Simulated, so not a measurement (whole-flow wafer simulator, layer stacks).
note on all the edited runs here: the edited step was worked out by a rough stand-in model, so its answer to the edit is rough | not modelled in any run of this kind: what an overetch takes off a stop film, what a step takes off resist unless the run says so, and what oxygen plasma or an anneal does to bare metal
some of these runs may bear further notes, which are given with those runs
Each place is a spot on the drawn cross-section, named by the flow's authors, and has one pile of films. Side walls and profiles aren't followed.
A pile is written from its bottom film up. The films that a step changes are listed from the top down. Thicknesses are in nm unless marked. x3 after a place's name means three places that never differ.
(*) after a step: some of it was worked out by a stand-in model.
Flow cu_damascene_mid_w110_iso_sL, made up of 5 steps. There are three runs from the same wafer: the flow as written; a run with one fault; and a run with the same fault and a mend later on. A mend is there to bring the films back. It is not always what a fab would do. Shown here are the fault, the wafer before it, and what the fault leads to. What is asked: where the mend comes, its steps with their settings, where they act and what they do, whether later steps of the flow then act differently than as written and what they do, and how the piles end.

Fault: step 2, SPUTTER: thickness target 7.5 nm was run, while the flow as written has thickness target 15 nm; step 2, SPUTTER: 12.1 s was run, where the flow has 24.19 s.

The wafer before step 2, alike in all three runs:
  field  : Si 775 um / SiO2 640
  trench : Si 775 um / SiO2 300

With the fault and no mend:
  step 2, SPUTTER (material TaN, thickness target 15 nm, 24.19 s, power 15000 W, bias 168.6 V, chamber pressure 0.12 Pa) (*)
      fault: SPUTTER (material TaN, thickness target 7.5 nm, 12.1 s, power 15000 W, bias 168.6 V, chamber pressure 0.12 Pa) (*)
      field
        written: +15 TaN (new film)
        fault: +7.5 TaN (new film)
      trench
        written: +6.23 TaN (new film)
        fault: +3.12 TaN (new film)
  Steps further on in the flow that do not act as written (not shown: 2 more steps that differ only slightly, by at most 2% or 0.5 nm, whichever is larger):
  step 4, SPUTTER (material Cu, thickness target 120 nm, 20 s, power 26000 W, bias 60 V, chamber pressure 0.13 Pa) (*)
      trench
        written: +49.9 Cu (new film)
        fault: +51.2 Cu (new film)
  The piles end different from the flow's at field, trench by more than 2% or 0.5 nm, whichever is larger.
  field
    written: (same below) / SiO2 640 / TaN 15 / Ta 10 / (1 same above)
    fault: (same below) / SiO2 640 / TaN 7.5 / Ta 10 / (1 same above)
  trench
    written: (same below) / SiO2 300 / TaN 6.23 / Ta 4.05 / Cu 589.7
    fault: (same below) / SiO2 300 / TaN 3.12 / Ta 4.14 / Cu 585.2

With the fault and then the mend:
  After step 2 comes the mend.
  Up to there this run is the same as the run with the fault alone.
  step 2a, SPUTTER (material TaN, thickness target 7.5 nm, 12.1 s, power 15000 W, bias 168.6 V, chamber pressure 0.12 Pa) (*) (a further turn of the flow's step 2, with different settings)
      field
        +7.5 TaN
      trench
        +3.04 TaN
  Later steps of the flow that are run all act as written at every place that is followed, up to a difference of at most 2% or 0.5 nm, whichever is larger.
  The piles end only slightly different from the flow's at the places that both follow, by no more than 2% or 0.5 nm, whichever is larger.
